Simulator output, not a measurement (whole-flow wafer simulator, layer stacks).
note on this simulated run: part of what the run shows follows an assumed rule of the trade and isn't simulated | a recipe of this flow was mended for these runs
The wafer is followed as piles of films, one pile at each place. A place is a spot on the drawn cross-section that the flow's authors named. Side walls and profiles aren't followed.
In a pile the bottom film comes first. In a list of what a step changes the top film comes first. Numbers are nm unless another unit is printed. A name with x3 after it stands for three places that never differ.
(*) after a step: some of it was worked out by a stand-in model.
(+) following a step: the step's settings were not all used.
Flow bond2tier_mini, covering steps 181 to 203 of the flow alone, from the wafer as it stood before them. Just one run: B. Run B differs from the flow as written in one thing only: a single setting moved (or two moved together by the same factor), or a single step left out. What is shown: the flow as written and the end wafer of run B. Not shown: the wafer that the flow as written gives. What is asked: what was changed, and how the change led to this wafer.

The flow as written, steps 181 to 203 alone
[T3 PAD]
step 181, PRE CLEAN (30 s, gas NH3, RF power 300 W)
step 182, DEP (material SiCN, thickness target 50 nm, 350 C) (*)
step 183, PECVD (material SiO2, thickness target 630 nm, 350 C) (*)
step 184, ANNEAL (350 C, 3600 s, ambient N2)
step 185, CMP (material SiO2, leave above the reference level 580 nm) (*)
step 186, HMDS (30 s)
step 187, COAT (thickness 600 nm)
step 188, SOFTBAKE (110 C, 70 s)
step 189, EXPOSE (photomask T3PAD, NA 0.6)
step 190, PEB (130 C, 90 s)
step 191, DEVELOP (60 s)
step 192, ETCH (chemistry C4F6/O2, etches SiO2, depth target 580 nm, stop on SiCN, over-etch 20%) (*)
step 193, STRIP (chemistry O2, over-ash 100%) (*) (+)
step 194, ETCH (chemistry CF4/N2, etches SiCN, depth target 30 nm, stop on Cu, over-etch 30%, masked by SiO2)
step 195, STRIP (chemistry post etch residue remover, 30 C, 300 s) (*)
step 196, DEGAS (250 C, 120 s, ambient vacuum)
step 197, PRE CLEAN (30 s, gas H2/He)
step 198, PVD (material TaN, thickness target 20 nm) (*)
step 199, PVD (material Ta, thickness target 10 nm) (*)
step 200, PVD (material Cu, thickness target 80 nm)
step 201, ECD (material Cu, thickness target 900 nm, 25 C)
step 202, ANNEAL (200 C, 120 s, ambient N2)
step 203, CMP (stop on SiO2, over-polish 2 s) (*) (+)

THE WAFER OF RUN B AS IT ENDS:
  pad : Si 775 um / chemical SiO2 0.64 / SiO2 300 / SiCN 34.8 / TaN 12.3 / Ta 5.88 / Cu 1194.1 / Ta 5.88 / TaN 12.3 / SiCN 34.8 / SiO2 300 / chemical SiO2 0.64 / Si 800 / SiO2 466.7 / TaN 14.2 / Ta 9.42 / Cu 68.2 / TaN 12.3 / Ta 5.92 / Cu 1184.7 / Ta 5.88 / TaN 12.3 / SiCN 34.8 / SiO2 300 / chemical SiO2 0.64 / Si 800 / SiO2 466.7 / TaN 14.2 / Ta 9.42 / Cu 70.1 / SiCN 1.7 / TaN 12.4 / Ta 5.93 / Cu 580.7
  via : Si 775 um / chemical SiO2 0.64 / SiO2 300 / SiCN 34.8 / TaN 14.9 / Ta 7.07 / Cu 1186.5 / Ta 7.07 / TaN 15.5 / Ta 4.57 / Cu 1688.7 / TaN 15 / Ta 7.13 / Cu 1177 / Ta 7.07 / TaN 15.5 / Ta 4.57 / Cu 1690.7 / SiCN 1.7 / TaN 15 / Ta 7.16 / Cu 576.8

Cause: step 192, ETCH: depth target 529.3 nm was run, though the flow has depth target 580 nm.

The path from the change to this, step by step:
  step 192, ETCH (chemistry C4F6/O2, etches SiO2, depth target 580 nm, stop on SiCN, over-etch 20%) (*)
      pad, via: SiO2 loses 580 (all of it), SiCN loses 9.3 (as written it would have been: SiO2 loses 580 (all of it), SiCN loses 19.6)
      field: thick-KrF-resist loses 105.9 (as written it would have been: thick-KrF-resist loses 116)
  step 193, STRIP (chemistry O2, over-ash 100%) (*) (+)
      field: thick-KrF-resist loses 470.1 (all of it) (as written it would have been: thick-KrF-resist loses 459.9 (all of it))
  step 194, ETCH (chemistry CF4/N2, etches SiCN, depth target 30 nm, stop on Cu, over-etch 30%, masked by SiO2)
      pad, via: SiCN loses 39 (as written it would have been: SiCN loses 30.4 (all of it), Cu loses 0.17)
  step 195, STRIP (chemistry post etch residue remover, 30 C, 300 s) (*)
      pad, via: nothing (as written it would have been: Cu loses 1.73)
If metal films that touch count as one body, pad has 4 bodies (between them, from the top down: SiCN 1.7; SiO2 466.7 / Si 800 / chemical SiO2 0.64 / SiO2 300 / SiCN 34.8; SiO2 466.7 / Si 800 / chemical SiO2 0.64 / SiO2 300 / SiCN 34.8); the flow as written gives 3 bodies (between them, from the top down: SiO2 466.7 / Si 800 / chemical SiO2 0.64 / SiO2 300 / SiCN 34.8; SiO2 466.7 / Si 800 / chemical SiO2 0.64 / SiO2 300 / SiCN 34.8).
If metal films that touch count as one body, via has 2 bodies (between them, from the top down: SiCN 1.7); the flow as written gives 1 body.
